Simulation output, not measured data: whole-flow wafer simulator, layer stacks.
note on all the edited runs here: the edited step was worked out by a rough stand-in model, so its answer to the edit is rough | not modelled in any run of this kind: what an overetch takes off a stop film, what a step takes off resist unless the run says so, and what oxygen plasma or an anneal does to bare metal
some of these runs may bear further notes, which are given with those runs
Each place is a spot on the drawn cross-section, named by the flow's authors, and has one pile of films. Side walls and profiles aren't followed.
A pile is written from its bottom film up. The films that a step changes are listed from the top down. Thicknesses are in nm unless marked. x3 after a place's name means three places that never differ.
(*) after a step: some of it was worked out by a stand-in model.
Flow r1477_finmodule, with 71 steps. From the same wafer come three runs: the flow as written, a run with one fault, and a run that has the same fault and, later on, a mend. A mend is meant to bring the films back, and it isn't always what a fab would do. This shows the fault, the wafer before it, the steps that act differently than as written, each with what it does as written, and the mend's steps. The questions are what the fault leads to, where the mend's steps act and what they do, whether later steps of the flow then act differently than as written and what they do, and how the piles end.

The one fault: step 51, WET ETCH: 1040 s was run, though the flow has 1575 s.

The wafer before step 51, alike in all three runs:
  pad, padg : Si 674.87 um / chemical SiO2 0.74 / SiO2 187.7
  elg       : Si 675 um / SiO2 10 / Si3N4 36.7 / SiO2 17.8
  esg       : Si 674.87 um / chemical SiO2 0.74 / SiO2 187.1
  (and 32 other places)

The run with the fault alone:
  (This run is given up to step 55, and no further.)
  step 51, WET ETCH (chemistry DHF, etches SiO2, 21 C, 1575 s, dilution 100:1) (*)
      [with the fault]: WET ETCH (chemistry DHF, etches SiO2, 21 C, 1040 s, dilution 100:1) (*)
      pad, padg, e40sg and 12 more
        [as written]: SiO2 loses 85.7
        [with the fault]: SiO2 loses 56.6
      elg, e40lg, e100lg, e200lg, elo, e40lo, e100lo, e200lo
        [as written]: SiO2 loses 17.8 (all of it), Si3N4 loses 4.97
        [with the fault]: SiO2 loses 17.8 (all of it), Si3N4 loses 2.79
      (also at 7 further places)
  None of the later steps of the flow up to step 55 differs from how it acts as written, at any place that is followed, by more than 2% or 0.5 nm, whichever is larger.
  The piles after step 55 differ from the flow's at pad, padg, elg and 27 more by more than 2% or 0.5 nm, whichever is larger.
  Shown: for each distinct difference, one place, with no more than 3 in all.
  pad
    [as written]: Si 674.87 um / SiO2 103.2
    [with the fault]: Si 674.87 um / SiO2 132.3
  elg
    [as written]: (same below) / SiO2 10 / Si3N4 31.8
    [with the fault]: (same below) / SiO2 10 / Si3N4 33.9
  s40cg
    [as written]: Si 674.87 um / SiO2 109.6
    [with the fault]: Si 674.87 um / SiO2 136.4

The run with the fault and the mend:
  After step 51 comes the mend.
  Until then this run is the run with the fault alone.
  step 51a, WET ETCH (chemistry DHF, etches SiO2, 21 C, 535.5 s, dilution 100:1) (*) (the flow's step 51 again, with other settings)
      pad, padg, e40sg and 12 more
        SiO2 loses 29.1
      elg, e40lg, e100lg, e200lg, elo, e40lo, e100lo, e200lo
        Si3N4 loses 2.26
      esg, s40cg, s45cg, s50cg, s40co, s45co, s50co
        SiO2 loses 26.9
  None of the later steps of the flow differs from how it acts as written, at any place that is followed, by more than 2% or 0.5 nm, whichever is larger.
  When the end is reached, the piles differ only a little from the flow's at the places that both follow, at most by 2% or 0.5 nm, whichever is larger.
